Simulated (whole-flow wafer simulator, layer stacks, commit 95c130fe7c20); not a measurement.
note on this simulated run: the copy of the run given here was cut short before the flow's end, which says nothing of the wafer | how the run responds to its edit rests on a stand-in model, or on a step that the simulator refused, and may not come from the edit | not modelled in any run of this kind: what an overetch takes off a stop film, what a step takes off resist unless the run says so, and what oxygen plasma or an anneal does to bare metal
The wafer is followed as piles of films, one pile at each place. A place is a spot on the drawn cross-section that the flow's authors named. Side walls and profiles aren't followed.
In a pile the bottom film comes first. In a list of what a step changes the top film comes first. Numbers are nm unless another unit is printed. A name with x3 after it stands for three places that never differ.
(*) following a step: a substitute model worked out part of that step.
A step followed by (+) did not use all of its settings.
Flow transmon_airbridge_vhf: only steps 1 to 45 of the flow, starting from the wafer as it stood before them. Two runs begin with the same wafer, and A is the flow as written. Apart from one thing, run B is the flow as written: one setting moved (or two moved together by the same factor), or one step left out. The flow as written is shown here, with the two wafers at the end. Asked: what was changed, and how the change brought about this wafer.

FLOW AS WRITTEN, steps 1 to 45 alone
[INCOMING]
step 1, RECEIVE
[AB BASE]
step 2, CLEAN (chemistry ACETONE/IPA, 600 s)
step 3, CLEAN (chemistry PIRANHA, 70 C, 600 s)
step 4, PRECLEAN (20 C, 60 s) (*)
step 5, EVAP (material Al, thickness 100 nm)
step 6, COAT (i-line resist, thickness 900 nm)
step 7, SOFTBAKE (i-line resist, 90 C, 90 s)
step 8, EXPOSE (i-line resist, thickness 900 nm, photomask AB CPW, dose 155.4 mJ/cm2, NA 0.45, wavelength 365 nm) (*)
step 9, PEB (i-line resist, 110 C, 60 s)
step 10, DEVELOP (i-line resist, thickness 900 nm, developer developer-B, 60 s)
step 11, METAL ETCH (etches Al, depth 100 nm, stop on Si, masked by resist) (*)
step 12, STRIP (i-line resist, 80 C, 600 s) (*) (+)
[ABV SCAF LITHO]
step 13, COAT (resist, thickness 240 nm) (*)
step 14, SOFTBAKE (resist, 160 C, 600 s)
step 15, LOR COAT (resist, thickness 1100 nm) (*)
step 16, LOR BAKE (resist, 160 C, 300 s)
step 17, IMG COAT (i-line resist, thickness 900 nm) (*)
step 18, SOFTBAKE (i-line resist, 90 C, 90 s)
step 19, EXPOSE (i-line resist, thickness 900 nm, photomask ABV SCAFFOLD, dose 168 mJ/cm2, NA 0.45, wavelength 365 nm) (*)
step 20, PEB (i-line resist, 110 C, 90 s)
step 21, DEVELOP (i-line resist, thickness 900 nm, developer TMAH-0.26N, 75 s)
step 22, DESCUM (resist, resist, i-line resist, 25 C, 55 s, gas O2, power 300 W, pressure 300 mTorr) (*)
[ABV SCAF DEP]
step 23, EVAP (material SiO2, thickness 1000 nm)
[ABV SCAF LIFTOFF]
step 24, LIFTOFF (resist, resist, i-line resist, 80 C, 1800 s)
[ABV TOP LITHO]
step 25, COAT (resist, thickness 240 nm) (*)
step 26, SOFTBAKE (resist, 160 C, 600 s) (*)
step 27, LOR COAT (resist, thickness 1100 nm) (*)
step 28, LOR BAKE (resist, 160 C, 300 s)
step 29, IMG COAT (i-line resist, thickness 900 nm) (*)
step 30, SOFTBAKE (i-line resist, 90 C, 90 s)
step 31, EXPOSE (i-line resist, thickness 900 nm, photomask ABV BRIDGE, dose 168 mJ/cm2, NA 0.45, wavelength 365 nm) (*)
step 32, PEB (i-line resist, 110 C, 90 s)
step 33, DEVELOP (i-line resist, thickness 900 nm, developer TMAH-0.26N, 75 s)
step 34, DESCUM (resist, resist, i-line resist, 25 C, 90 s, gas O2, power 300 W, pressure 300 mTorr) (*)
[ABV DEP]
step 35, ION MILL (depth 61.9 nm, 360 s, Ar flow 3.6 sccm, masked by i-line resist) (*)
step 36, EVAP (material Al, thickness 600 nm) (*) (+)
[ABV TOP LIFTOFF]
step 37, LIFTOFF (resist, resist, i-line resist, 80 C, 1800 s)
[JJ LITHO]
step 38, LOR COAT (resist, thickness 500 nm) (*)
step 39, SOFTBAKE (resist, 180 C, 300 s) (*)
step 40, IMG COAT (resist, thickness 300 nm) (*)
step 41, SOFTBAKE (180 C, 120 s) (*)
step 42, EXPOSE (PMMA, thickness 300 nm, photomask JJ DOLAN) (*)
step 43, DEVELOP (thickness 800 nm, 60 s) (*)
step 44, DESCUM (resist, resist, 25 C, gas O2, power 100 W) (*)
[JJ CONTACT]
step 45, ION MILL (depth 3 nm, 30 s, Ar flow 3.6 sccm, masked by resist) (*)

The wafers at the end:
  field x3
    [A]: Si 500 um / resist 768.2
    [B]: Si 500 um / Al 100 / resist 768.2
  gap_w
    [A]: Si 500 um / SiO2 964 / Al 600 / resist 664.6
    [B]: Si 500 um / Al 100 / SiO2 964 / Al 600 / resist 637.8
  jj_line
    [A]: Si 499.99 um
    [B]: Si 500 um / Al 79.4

The reason: step 11, METAL ETCH: etches Al, depth 100 nm, stop on Si, masked by resist (*), was not run.

The path from the change to this, step by step:
  step 12, STRIP (i-line resist, 80 C, 600 s) (*) (+)
      ground_far, pad_w, flank_w and 8 more: A -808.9 i-line resist (all of it) | B -858.9 i-line resist (all of it)
  step 13, COAT (resist, thickness 240 nm) (*)
      flank_w, flank_e: A +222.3 resist (new film) | B +240 resist (new film)
      gap_w, gap_e: A +251.7 resist (new film) | B +240 resist (new film)
  step 15, LOR COAT (resist, thickness 1100 nm) (*)
      gap_w, gap_e: A +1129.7 resist | B +1100 resist
  step 17, IMG COAT (i-line resist, thickness 900 nm) (*)
      gap_w, gap_e: A +926.7 i-line resist (new film) | B +900 i-line resist (new film)
  step 20, PEB (i-line resist, 110 C, 90 s)
      gap_w, gap_e: A -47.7 i-line resist | B -46.3 i-line resist
  step 21, DEVELOP (i-line resist, thickness 900 nm, developer TMAH-0.26N, 75 s)
      gap_w, gap_e: A -879.1 i-line resist (all of it), -1129.7 resist | B -853.7 i-line resist (all of it), -1100 resist
  step 22, DESCUM (resist, resist, i-line resist, 25 C, 55 s, gas O2, power 300 W, pressure 300 mTorr) (*)
      flank_w, flank_e: A -222.3 resist (all of it) | B -240 resist (all of it)
      gap_w, gap_e: A -251.7 resist (all of it) | B -240 resist (all of it)
  step 25, COAT (resist, thickness 240 nm) (*)
      flank_w, flank_e: A +152.6 resist (new film) | B +167.2 resist (new film)
      gap_w, gap_e: A +210.7 resist (new film) | B +199.9 resist (new film)
      (also at 1 further place)
  step 27, LOR COAT (resist, thickness 1100 nm) (*)
      gap_w, gap_e: A +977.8 resist | B +949.8 resist
      flank_w: A +822.6 resist | B +842 resist
      (also at 1 further place)
  step 29, IMG COAT (i-line resist, thickness 900 nm) (*)
      gap_w, gap_e: A +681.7 i-line resist (new film) | B +655.6 i-line resist (new film)
  step 32, PEB (i-line resist, 110 C, 90 s)
      gap_w, gap_e: A -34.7 i-line resist | B -33.3 i-line resist
  step 33, DEVELOP (i-line resist, thickness 900 nm, developer TMAH-0.26N, 75 s)
      gap_w, gap_e: A -646.9 i-line resist (all of it), -977.8 resist | B -622.1 i-line resist (all of it), -949.8 resist
      flank_w: A -710.9 i-line resist (all of it), -822.6 resist | B -703.5 i-line resist (all of it), -842 resist
      (also at 1 further place)
  step 34, DESCUM (resist, resist, i-line resist, 25 C, 90 s, gas O2, power 300 W, pressure 300 mTorr) (*)
      flank_w, flank_e: A -152.6 resist (all of it) | B -167.2 resist (all of it)
      gap_w, gap_e: A -210.7 resist (all of it) | B -199.9 resist (all of it)
      (also at 1 further place)
  step 38, LOR COAT (resist, thickness 500 nm) (*)
      flank_w, flank_e: A +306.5 resist (new film) | B +316.6 resist (new film)
      gap_w, gap_e: A +450.7 resist (new film) | B +433.2 resist (new film)
  step 40, IMG COAT (resist, thickness 300 nm) (*)
      flank_w, flank_e: A +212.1 resist | B +223.7 resist
      gap_w, gap_e: A +245.7 resist | B +236.3 resist
  step 45, ION MILL (depth 3 nm, 30 s, Ar flow 3.6 sccm, masked by resist) (*)
      jj_line: A -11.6 Si | B -20.6 Al
Taking metal films that touch as one body, field x3 has 1 body; the flow as written gives 0 bodies.
Taking metal films that touch as one body, gap_w has 2 bodies (between them, from the top down: SiO2 964); the flow as written gives 1 body.
Taking metal films that touch as one body, jj_line has 1 body; the flow as written gives 0 bodies.
